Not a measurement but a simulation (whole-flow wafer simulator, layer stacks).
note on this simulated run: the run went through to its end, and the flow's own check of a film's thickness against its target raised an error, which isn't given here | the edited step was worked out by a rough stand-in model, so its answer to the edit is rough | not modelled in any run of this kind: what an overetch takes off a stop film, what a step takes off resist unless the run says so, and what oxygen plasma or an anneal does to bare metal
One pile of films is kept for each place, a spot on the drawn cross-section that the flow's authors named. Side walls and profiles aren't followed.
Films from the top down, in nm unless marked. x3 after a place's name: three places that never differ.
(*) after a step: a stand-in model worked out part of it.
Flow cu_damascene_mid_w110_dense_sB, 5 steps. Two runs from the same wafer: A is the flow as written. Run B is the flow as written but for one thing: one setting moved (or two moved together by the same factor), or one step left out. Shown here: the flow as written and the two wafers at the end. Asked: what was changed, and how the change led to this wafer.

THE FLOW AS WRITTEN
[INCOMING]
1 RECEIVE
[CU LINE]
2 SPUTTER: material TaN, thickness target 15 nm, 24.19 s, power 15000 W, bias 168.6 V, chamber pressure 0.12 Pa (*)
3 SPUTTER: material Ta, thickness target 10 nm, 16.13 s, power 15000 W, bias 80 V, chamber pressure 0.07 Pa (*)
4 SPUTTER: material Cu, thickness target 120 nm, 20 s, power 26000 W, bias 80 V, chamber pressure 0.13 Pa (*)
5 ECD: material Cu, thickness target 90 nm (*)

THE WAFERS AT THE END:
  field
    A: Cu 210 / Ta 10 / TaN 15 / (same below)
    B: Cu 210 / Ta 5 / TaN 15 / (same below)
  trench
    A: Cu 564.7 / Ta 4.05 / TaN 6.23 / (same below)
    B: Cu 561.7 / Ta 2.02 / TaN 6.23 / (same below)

The cause: step 3, SPUTTER: thickness target 5 nm was run, where the flow has thickness target 10 nm; step 3, SPUTTER: 8.06 s was run, where the flow has 16.13 s.
It can be read off the wafer: field has Ta 5, and step 3 as written asks for 10 nm.

How the change led to this, step by step:
  3 SPUTTER: material Ta, thickness target 10 nm, 16.13 s, power 15000 W, bias 80 V, chamber pressure 0.07 Pa (*)
      field: A Ta +10 (new film) | B Ta +5 (new film)
      trench: A Ta +4.05 (new film) | B Ta +2.02 (new film)
